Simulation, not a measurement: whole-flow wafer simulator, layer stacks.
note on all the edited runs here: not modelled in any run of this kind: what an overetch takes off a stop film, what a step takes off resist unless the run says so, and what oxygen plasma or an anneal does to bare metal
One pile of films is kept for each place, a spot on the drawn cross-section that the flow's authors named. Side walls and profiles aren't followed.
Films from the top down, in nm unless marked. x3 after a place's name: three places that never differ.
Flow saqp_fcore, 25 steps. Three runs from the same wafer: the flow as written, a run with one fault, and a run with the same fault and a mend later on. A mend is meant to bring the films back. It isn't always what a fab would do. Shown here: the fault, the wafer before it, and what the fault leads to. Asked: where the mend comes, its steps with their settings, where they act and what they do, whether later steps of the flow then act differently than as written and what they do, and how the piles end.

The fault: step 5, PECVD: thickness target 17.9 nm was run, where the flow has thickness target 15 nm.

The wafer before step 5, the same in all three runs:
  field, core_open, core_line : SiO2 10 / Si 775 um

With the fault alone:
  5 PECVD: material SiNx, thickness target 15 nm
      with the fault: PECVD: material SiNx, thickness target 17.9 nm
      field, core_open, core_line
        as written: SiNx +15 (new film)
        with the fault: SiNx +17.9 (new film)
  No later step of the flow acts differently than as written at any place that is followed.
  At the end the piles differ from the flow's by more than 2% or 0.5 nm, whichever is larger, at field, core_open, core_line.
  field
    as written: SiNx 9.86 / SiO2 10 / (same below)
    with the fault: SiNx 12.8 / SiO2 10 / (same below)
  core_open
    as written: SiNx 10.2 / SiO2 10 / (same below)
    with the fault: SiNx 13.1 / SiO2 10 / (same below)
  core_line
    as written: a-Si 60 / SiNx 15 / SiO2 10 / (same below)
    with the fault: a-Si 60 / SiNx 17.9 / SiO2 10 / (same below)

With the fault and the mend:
  The mend comes after step 5.
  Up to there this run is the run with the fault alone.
  5a ETCH: chemistry h3po4, depth target 20.58 nm
      field, core_open, core_line
        SiNx -17.9 (all of it)
  5b PECVD: material SiNx, thickness target 15 nm (the flow's step 5 once more)
      field, core_open, core_line
        SiNx +15 (new film)
  No later step of the flow acts differently than as written at any place that is followed.
  At the end the piles are the same as the flow's at every place that both follow.
